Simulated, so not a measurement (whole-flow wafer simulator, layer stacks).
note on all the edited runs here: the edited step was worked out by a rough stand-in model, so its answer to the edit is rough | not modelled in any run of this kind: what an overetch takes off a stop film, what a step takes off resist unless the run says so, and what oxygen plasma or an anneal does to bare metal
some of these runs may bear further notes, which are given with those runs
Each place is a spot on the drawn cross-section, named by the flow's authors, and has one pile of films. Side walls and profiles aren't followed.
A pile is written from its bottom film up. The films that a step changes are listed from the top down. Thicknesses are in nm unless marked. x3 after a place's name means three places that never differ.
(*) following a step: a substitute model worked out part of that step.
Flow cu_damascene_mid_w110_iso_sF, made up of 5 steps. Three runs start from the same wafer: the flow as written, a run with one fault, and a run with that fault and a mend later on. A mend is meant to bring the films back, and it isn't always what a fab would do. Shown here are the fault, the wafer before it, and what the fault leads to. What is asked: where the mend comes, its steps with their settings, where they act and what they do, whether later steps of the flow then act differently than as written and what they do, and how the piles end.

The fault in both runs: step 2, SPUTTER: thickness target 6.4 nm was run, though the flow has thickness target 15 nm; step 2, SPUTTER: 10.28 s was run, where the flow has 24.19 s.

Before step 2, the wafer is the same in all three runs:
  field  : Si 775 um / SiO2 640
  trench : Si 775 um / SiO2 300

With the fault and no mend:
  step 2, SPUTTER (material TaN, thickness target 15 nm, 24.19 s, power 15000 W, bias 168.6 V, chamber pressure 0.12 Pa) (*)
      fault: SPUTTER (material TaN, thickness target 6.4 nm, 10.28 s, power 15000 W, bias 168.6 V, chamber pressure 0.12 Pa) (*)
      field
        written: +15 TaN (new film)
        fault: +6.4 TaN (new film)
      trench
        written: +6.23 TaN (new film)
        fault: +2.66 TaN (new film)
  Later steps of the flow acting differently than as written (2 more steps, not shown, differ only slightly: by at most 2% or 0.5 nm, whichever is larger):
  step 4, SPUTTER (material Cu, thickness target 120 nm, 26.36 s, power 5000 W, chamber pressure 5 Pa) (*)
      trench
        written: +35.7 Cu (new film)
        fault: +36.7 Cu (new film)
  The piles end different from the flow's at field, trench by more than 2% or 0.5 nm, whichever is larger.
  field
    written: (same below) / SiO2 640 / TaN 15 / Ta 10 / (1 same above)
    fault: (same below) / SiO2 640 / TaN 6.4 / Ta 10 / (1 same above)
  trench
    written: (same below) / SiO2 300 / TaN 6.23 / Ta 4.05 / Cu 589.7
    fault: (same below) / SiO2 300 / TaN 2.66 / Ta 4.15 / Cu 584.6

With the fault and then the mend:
  The mend stands after step 2.
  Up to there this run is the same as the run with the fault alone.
  step 2a, SPUTTER (material TaN, thickness target 8.6 nm, 13.87 s, power 15000 W, bias 168.6 V, chamber pressure 0.12 Pa) (*) (a further turn of the flow's step 2, with different settings)
      field
        +8.6 TaN
      trench
        +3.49 TaN
  Every later step of the flow that is run acts as written, at every place that is followed, to within 2% or 0.5 nm, whichever is larger.
  At the end the piles are close to the flow's at the places that both follow, differing by at most 2% or 0.5 nm, whichever is larger.
